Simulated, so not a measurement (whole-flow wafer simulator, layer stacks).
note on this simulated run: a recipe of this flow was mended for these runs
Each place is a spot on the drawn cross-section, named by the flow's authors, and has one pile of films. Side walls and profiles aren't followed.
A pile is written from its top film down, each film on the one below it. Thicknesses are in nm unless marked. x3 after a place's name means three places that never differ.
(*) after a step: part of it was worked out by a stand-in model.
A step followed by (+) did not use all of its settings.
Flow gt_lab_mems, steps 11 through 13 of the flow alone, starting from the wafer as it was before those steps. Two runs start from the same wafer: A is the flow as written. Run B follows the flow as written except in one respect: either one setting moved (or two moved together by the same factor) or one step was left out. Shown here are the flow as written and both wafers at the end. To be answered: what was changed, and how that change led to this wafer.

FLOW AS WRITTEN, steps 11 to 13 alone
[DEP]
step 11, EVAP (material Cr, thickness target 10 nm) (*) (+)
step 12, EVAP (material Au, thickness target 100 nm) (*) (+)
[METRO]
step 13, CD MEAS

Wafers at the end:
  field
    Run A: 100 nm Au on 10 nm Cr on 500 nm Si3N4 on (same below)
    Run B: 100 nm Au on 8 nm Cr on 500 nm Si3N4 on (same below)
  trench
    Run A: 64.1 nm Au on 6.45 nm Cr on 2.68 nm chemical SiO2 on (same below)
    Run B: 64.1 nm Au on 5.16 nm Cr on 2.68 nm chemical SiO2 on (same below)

Cause: step 11, EVAP: thickness target 8 nm was run, while the flow as written has thickness target 10 nm.
One can read it off the wafer: field has Cr 8, and step 11 as written asks for 10 nm.

The path from the change to this, step by step:
  step 11, EVAP (material Cr, thickness target 10 nm) (*) (+)
      field: A +10 Cr (new film) | B +8 Cr (new film)
      trench: A +6.45 Cr (new film) | B +5.16 Cr (new film)
